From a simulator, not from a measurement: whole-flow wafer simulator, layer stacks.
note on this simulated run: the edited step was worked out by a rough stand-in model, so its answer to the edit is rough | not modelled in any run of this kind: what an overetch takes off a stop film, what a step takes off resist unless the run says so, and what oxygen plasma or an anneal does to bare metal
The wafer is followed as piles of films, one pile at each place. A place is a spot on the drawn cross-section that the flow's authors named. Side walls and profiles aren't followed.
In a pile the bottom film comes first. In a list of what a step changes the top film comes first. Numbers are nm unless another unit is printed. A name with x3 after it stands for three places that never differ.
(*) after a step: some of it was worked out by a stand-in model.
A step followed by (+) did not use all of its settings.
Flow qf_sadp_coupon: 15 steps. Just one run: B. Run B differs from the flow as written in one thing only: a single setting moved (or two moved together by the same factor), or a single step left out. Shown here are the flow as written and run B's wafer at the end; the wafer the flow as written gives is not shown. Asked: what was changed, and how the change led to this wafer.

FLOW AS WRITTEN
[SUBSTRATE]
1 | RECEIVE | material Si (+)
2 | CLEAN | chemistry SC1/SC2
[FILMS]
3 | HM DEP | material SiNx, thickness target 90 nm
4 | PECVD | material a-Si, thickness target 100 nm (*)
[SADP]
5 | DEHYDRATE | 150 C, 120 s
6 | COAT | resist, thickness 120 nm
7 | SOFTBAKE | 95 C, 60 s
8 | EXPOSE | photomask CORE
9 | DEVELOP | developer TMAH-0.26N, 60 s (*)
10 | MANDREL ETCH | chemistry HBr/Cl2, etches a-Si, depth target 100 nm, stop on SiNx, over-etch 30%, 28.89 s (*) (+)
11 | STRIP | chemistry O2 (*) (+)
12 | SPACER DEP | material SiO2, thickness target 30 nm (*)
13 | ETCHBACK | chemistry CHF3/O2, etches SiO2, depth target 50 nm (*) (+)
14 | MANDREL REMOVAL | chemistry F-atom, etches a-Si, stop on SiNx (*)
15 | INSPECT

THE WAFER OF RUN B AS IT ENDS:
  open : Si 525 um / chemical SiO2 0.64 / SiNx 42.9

Cause: step 13, ETCHBACK: depth target 75 nm was run, whereas the flow has depth target 50 nm.

The path from the change to this, step by step:
  13 | ETCHBACK | chemistry CHF3/O2, etches SiO2, depth target 50 nm (*) (+)
      m: SiO2 loses 30 (all of it), chemical SiO2 loses 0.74 (all of it), a-Si loses 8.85 (as written it would have been: SiO2 loses 30 (all of it), chemical SiO2 loses 0.74 (all of it), a-Si loses 3.85)
      open: SiO2 loses 30 (all of it), SiNx loses 42.9 (as written it would have been: SiO2 loses 30 (all of it), SiNx loses 19)
  14 | MANDREL REMOVAL | chemistry F-atom, etches a-Si, stop on SiNx (*)
      m: a-Si loses 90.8 (all of it) (as written it would have been: a-Si loses 95.8 (all of it))
